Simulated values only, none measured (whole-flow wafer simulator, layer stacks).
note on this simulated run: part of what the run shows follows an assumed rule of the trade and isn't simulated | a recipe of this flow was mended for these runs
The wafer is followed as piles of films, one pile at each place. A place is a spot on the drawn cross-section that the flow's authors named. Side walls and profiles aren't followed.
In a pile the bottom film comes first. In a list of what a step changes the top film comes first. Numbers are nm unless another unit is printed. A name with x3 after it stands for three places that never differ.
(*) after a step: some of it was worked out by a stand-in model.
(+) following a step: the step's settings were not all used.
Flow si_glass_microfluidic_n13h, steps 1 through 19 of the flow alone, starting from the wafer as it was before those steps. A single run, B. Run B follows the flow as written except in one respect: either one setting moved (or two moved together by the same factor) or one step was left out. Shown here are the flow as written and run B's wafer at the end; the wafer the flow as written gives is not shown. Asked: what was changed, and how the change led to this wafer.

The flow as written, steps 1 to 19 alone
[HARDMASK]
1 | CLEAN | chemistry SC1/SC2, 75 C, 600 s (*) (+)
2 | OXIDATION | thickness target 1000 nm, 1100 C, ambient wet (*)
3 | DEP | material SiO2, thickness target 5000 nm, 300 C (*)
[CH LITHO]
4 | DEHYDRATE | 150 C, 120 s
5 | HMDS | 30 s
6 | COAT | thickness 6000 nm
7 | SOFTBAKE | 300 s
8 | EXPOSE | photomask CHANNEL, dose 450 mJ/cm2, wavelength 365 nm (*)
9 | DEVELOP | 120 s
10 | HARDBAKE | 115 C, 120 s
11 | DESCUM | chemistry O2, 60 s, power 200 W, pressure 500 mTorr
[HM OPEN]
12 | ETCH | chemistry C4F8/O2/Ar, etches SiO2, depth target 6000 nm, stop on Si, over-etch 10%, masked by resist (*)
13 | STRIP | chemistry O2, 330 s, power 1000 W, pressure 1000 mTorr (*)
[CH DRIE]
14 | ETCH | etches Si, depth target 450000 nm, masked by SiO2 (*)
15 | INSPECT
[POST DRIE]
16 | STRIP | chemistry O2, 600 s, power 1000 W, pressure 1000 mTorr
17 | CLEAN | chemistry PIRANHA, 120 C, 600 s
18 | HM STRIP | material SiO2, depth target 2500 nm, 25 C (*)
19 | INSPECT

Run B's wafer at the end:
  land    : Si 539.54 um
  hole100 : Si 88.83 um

What caused this: step 2, OXIDATION: 1112 C was run, whereas the flow has 1100 C.

The path from the change to this, step by step:
  2 | OXIDATION | thickness target 1000 nm, 1100 C, ambient wet (*)
      land, hole100: +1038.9 SiO2 (new film), -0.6 chemical SiO2 (all of it), -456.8 Si (in the flow as written it would be: +1000 SiO2 (new film), -0.6 chemical SiO2 (all of it), -439.7 Si)
  12 | ETCH | chemistry C4F8/O2/Ar, etches SiO2, depth target 6000 nm, stop on Si, over-etch 10%, masked by resist (*)
      hole100: -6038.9 SiO2 (all of it), -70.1 Si (in the flow as written it would be: -6000 SiO2 (all of it), -75 Si)
  18 | HM STRIP | material SiO2, depth target 2500 nm, 25 C (*)
      land: -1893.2 SiO2 (all of it) (in the flow as written it would be: -1854.4 SiO2 (all of it))
